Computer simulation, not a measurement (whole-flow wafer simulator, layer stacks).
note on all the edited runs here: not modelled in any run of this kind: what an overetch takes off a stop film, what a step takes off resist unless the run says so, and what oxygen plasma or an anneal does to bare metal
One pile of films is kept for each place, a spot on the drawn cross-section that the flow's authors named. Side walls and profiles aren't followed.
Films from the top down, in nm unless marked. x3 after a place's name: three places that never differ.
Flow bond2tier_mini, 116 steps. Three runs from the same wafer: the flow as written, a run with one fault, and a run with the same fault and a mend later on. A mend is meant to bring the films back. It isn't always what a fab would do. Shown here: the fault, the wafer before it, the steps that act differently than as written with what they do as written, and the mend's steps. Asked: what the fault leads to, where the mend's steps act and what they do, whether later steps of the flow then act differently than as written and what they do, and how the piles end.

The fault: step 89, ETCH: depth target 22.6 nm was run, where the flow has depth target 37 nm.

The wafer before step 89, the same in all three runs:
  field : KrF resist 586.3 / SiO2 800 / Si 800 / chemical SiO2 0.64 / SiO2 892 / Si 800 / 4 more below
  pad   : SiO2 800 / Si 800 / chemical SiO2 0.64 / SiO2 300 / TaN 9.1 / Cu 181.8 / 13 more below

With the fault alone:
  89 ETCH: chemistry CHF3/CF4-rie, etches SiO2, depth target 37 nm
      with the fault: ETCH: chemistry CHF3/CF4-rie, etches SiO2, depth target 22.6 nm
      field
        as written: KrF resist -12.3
        with the fault: KrF resist -7.53
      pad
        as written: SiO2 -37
        with the fault: SiO2 -22.6
  Later steps of the flow that act differently than as written (5 more steps differ only slightly, by at most 2% or 0.5 nm, whichever is larger, and aren't shown):
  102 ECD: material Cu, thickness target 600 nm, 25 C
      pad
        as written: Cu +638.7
        with the fault: Cu +623.6
  At the end the piles differ from the flow's by more than 2% or 0.5 nm, whichever is larger, at pad.
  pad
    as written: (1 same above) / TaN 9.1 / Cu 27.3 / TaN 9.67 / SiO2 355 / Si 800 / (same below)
    with the fault: (1 same above) / TaN 9.1 / Cu 12.8 / TaN 9.8 / SiO2 369.4 / Si 800 / (same below)

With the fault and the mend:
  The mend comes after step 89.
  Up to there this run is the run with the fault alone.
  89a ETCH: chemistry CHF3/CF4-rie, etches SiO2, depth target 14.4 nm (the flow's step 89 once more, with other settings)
      field
        KrF resist -4.8
      pad
        SiO2 -14.4
  No later step of the flow acts differently than as written at any place that is followed.
  At the end the piles are the same as the flow's at every place that both follow.
